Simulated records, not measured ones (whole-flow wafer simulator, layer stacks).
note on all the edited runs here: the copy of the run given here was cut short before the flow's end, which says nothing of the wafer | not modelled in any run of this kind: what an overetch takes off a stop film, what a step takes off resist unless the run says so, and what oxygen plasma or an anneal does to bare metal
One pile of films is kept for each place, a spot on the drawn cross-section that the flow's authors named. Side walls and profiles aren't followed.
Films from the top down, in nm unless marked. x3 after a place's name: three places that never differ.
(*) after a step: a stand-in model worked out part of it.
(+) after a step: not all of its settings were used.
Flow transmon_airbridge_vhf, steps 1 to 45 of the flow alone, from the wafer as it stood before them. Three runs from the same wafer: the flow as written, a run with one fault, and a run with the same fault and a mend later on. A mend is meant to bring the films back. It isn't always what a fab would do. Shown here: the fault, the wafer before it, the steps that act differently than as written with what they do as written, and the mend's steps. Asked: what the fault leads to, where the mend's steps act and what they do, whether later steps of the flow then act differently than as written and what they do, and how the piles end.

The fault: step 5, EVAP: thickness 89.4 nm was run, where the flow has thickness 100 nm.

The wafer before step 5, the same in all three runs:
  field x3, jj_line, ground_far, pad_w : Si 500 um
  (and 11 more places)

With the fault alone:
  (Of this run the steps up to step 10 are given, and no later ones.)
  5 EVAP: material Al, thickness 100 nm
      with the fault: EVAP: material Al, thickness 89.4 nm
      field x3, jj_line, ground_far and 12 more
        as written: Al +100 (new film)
        with the fault: Al +89.4 (new film)
  No later step of the flow up to step 10 acts differently than as written at any place that is followed.
  After step 10 the piles differ from the flow's by more than 2% or 0.5 nm, whichever is larger, at field x3, jj_line, ground_far and 12 more.
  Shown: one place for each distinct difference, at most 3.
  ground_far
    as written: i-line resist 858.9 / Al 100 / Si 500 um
    with the fault: i-line resist 858.9 / Al 89.4 / Si 500 um
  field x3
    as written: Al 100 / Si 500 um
    with the fault: Al 89.4 / Si 500 um

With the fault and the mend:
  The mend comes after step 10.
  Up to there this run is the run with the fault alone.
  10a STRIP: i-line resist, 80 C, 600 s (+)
      ground_far, pad_w, flank_w and 8 more
        i-line resist -858.9 (all of it)
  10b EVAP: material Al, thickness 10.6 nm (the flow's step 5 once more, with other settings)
      field x3, jj_line, ground_far and 12 more
        Al +10.6
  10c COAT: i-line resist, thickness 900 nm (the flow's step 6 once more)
      field x3, jj_line, ground_far and 12 more
        i-line resist +900 (new film)
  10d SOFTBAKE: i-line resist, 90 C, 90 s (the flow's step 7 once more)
      changes no film at any place that is followed
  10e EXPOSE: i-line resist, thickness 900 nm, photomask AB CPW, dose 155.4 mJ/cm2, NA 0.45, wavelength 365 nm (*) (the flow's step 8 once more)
      changes no film at any place that is followed
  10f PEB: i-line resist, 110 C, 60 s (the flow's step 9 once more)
      field x3, jj_line, ground_far and 12 more
        i-line resist -41
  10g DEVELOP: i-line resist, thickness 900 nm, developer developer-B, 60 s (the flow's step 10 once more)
      ground_far, pad_w, flank_w and 8 more
        i-line resist -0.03
      field x3, jj_line, gap_w, gap_e
        i-line resist -859 (all of it)
  No later step of the flow acts differently than as written at any place that is followed.
  At the end the piles are the same as the flow's at every place that both follow.
